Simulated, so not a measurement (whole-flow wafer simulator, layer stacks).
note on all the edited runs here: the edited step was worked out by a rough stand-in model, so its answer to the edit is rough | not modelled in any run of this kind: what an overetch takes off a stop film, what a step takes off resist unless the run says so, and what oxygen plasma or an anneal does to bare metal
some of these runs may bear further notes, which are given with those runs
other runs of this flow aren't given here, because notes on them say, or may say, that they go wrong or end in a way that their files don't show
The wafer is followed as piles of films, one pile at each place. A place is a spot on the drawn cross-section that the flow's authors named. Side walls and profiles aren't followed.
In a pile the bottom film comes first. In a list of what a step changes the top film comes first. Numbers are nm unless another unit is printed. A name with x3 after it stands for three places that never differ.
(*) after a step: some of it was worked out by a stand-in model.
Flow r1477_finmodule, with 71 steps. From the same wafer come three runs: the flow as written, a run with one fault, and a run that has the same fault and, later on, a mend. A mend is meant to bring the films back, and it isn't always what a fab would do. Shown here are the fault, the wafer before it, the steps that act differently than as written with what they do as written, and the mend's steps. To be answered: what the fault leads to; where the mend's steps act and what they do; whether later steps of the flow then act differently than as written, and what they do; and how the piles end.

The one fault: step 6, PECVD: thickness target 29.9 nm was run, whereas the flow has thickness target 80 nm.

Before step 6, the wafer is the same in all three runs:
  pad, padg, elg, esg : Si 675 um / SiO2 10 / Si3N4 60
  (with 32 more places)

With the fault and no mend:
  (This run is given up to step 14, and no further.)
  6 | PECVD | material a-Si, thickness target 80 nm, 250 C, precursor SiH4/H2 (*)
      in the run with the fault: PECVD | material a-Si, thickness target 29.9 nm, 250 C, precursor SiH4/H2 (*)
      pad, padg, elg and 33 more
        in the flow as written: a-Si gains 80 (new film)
        in the run with the fault: a-Si gains 29.9 (new film)
  Later steps of the flow up to step 14 that are run all act as written at every place that is followed.
  After step 14, at pad, padg, elg and 33 more, the piles differ from the flow's by more than 2% or 0.5 nm, whichever is larger.
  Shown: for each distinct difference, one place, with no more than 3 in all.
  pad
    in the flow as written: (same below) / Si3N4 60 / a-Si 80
    in the run with the fault: (same below) / Si3N4 60 / a-Si 29.9
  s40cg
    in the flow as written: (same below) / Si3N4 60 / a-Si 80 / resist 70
    in the run with the fault: (same below) / Si3N4 60 / a-Si 29.9 / resist 70

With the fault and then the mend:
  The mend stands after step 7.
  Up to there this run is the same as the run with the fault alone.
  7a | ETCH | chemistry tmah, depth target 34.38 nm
      pad, padg, elg and 33 more
        a-Si loses 29.9 (all of it)
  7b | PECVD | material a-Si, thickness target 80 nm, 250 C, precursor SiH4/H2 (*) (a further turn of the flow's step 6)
      pad, padg, elg and 33 more
        a-Si gains 80 (new film)
  Later steps of the flow that are run all act as written at every place that is followed.
  At every place that both follow, the piles at the end match the flow's.
